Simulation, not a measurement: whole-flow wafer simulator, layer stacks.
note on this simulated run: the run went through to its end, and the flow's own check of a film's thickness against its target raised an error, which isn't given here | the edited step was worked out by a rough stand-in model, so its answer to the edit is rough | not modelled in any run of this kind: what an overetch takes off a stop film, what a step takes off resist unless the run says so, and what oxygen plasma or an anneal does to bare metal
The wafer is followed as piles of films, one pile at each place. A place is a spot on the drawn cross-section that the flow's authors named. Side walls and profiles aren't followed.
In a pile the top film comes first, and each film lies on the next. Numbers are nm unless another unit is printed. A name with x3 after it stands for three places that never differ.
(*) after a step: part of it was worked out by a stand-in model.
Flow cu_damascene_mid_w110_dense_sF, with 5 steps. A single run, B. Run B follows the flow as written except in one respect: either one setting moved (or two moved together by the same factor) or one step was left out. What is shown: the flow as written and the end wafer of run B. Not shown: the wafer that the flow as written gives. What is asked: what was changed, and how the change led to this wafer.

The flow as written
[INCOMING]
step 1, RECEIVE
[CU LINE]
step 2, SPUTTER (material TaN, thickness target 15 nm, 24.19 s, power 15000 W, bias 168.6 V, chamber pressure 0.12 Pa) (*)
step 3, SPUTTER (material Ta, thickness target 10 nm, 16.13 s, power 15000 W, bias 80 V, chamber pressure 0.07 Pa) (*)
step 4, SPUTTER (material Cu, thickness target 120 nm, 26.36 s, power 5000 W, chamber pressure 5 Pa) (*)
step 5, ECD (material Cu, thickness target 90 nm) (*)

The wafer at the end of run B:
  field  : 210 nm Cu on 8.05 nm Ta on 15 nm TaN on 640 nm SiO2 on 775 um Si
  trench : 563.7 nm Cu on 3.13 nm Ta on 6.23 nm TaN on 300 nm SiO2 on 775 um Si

Cause: step 3, SPUTTER: power 12080 W was run, though the flow has power 15000 W.

Step by step, how the change led to this:
  step 3, SPUTTER (material Ta, thickness target 10 nm, 16.13 s, power 15000 W, bias 80 V, chamber pressure 0.07 Pa) (*)
      field: Ta gains 8.05 (new film) (as written it would have been: Ta gains 10 (new film))
      trench: Ta gains 3.13 (new film) (as written it would have been: Ta gains 4.05 (new film))
